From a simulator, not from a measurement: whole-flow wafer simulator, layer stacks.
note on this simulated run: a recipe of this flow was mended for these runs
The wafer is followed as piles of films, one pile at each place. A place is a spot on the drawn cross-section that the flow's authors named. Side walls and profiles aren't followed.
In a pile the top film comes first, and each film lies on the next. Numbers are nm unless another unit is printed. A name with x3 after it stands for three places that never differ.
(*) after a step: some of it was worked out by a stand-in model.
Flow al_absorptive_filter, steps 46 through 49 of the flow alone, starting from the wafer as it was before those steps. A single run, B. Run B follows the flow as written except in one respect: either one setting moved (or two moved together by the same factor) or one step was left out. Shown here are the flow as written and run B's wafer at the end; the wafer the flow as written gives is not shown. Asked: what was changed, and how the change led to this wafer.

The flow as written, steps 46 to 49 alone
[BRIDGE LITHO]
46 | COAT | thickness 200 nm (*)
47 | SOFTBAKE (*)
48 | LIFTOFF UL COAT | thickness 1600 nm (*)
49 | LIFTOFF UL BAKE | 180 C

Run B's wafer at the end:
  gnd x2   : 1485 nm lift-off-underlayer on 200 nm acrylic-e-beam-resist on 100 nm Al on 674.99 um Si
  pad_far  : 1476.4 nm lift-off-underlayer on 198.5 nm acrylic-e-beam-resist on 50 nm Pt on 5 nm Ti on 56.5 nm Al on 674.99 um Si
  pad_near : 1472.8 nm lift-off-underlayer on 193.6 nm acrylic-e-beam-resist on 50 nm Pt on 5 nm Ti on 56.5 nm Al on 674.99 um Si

Cause: step 48, LIFTOFF UL COAT: thickness 1485 nm was run, whereas the flow has thickness 1600 nm.
The wafer itself shows it: gnd x2 has lift-off-underlayer 1485, and step 48 as written asks for 1600 nm.

The path from the change to this, step by step:
  48 | LIFTOFF UL COAT | thickness 1600 nm (*)
      gnd x2, idc_field: lift-off-underlayer gains 1485 (new film) (it would be, as written: lift-off-underlayer gains 1600 (new film))
      pad_far: lift-off-underlayer gains 1476.4 (new film) (it would be, as written: lift-off-underlayer gains 1591.1 (new film))
      (as well as at 10 more places)
